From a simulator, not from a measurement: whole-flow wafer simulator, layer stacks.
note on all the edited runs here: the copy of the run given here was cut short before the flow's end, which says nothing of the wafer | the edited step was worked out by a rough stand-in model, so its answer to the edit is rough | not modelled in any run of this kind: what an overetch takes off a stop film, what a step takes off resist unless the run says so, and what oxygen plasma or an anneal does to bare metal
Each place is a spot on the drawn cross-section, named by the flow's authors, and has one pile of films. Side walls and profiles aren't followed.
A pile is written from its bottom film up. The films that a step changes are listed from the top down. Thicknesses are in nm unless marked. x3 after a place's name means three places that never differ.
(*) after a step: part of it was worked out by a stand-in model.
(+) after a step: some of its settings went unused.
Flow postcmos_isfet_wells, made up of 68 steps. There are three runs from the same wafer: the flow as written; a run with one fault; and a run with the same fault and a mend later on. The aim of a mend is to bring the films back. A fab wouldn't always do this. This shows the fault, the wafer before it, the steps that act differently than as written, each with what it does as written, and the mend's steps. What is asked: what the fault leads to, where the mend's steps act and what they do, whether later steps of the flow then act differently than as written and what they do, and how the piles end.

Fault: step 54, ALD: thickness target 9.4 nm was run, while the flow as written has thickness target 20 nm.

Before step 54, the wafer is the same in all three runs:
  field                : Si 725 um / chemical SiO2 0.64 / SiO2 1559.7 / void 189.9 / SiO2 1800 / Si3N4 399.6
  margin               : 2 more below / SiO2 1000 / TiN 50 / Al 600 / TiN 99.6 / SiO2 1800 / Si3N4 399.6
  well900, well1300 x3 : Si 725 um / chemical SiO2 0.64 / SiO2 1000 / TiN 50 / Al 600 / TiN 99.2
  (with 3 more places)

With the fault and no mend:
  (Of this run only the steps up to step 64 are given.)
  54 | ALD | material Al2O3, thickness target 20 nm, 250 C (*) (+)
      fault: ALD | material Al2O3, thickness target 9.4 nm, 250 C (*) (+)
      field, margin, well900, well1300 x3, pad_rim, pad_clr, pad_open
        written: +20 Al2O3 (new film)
        fault: +9.4 Al2O3 (new film)
  Every later step of the flow up to step 64 that is run acts as written, at every place that is followed, to within 2% or 0.5 nm, whichever is larger.
  The piles after step 64 differ from the flow's at field, margin, pad_rim, pad_clr, pad_open by more than 2% or 0.5 nm, whichever is larger.
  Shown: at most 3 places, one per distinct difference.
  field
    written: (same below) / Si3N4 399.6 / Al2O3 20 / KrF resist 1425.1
    fault: (same below) / Si3N4 399.6 / Al2O3 9.4 / KrF resist 1398.9
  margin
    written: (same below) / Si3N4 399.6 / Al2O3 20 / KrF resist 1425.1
    fault: (same below) / Si3N4 399.6 / Al2O3 9.4 / KrF resist 1398.8
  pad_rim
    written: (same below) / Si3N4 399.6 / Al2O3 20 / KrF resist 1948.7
    fault: (same below) / Si3N4 399.6 / Al2O3 9.4 / KrF resist 1948.9

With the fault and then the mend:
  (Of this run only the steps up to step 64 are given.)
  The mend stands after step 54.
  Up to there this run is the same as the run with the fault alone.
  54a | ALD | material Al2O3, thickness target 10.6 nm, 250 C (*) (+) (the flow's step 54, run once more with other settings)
      field, margin, well900, well1300 x3, pad_rim, pad_clr, pad_open
        +10.6 Al2O3
  Every later step of the flow up to step 64 that is run acts as written at every place that is followed.
  At every place that both follow, the piles after step 64 match the flow's.
